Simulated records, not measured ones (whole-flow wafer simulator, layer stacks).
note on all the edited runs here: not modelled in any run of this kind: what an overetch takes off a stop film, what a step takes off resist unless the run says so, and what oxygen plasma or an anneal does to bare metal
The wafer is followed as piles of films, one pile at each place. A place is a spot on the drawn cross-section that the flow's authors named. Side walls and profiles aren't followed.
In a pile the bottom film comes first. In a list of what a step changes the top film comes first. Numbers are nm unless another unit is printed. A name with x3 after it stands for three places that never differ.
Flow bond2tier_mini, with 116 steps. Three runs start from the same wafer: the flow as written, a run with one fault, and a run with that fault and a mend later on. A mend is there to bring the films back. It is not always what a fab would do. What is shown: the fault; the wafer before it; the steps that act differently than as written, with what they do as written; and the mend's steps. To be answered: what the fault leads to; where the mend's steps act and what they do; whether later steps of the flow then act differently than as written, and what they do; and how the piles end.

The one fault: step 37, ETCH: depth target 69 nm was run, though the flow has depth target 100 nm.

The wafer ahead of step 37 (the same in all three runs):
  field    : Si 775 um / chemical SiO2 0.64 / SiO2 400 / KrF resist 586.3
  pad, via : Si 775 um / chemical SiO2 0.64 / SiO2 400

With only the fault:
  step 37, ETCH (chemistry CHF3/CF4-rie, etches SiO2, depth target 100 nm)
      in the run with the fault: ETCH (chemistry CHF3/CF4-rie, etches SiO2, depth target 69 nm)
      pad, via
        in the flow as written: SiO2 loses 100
        in the run with the fault: SiO2 loses 69
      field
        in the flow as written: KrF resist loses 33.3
        in the run with the fault: KrF resist loses 23
  Steps further on in the flow that do not act as written (2 other steps are not shown; they differ only slightly, by no more than 2% or 0.5 nm, whichever is larger):
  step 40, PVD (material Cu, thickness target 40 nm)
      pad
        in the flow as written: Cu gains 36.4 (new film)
        in the run with the fault: Cu gains 37.5 (new film)
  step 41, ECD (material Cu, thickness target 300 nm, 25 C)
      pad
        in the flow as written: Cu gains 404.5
        in the run with the fault: Cu gains 372.1
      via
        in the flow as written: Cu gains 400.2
        in the run with the fault: Cu gains 369.1
  At pad, the piles at the end differ from the flow's by more than 2% or 0.5 nm, whichever is larger.
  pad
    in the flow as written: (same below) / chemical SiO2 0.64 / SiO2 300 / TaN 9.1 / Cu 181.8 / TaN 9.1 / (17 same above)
    in the run with the fault: (same below) / chemical SiO2 0.64 / SiO2 331 / TaN 9.38 / Cu 150.5 / TaN 9.1 / (17 same above)

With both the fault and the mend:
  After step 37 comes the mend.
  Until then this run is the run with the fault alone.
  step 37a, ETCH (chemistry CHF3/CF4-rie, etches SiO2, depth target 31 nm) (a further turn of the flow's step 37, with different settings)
      pad, via
        SiO2 loses 31
      field
        KrF resist loses 10.3
  Later steps of the flow that are run all act as written at every place that is followed.
  At every place that both follow, the piles at the end match the flow's.
